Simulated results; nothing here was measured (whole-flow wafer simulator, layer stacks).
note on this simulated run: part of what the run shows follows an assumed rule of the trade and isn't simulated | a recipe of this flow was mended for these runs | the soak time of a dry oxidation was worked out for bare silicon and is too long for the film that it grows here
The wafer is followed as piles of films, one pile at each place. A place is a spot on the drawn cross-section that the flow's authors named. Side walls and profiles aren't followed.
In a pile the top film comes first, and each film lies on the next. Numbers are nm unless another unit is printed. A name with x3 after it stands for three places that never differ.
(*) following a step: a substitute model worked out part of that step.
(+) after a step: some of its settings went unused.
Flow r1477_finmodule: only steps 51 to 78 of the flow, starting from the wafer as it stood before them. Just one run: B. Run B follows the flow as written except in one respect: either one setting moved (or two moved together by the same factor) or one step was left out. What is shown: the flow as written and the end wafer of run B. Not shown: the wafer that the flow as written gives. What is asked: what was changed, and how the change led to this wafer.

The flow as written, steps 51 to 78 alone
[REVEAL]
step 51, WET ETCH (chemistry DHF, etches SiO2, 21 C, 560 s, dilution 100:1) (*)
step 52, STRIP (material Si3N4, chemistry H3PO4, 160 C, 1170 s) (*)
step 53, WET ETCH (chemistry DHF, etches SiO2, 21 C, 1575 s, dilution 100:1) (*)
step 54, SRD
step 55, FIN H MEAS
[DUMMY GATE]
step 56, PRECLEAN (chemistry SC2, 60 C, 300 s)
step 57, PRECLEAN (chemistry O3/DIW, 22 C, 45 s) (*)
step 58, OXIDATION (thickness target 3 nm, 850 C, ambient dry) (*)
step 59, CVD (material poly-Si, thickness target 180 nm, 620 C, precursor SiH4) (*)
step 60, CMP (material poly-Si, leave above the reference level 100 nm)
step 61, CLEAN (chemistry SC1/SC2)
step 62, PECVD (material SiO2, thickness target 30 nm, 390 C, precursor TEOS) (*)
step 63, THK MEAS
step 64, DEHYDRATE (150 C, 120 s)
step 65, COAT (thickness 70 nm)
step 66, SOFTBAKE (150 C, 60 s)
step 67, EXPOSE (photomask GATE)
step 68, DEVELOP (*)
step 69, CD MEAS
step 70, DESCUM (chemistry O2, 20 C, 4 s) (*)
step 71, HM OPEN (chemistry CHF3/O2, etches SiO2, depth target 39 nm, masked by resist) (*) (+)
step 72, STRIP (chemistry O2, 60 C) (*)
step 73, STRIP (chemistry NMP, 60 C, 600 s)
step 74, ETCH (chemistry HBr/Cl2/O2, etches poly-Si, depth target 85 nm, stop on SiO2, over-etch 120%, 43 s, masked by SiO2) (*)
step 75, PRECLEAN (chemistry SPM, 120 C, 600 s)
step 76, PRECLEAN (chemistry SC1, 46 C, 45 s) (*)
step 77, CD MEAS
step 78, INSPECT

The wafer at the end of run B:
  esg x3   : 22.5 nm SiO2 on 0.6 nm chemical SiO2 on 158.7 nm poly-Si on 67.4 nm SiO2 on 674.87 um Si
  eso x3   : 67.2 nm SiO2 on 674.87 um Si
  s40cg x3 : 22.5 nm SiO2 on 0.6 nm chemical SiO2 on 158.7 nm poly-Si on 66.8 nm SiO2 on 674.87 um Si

The reason: step 51, WET ETCH: 812 s was run, though the flow has 560 s.

The path from the change to this, step by step:
  step 51, WET ETCH (chemistry DHF, etches SiO2, 21 C, 560 s, dilution 100:1) (*)
      esg x3, e200sg, s40cg x3, s40sg x3, eso x3, e200so, s40co x3, s40so x3: -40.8 SiO2 (in the flow as written it would be: -28.1 SiO2)
      elg x4, elo x4: -22.3 SiO2 (all of it), -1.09 Si3N4 (in the flow as written it would be: -22.3 SiO2 (all of it), -0.41 Si3N4)
      (also at 8 further places)
  step 52, STRIP (material Si3N4, chemistry H3PO4, 160 C, 1170 s) (*)
      elg x4, elo x4: -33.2 Si3N4 (all of it), -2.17 SiO2 (in the flow as written it would be: -33.9 Si3N4 (all of it), -2.15 SiO2)
  step 59, CVD (material poly-Si, thickness target 180 nm, 620 C, precursor SiH4) (*)
      esg x3, s40cg x3, s40sg x3, eso x3, s40co x3, s40so x3: +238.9 poly-Si (new film) (in the flow as written it would be: +226.3 poly-Si (new film))
      e200sg, e200so: +238.9 poly-Si (new film) (in the flow as written it would be: +219.2 poly-Si (new film))
  step 60, CMP (material poly-Si, leave above the reference level 100 nm)
      pad, padg: -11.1 poly-Si (in the flow as written it would be: -24.8 poly-Si)
      e200sg, e200so: -80 poly-Si (in the flow as written it would be: -72.9 poly-Si)
  step 74, ETCH (chemistry HBr/Cl2/O2, etches poly-Si, depth target 85 nm, stop on SiO2, over-etch 120%, 43 s, masked by SiO2) (*)
      eso x3, e200so, s40co x3, s40so x3: -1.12 chemical SiO2 (all of it), -156.5 poly-Si (all of it), -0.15 SiO2 (in the flow as written it would be: -1.12 chemical SiO2 (all of it), -143.9 poly-Si (all of it), -0.22 SiO2)
      pad: -1.12 chemical SiO2 (all of it), -166.5 poly-Si (all of it), -0.1 SiO2 (in the flow as written it would be: -1.12 chemical SiO2 (all of it), -152.8 poly-Si (all of it), -0.17 SiO2)
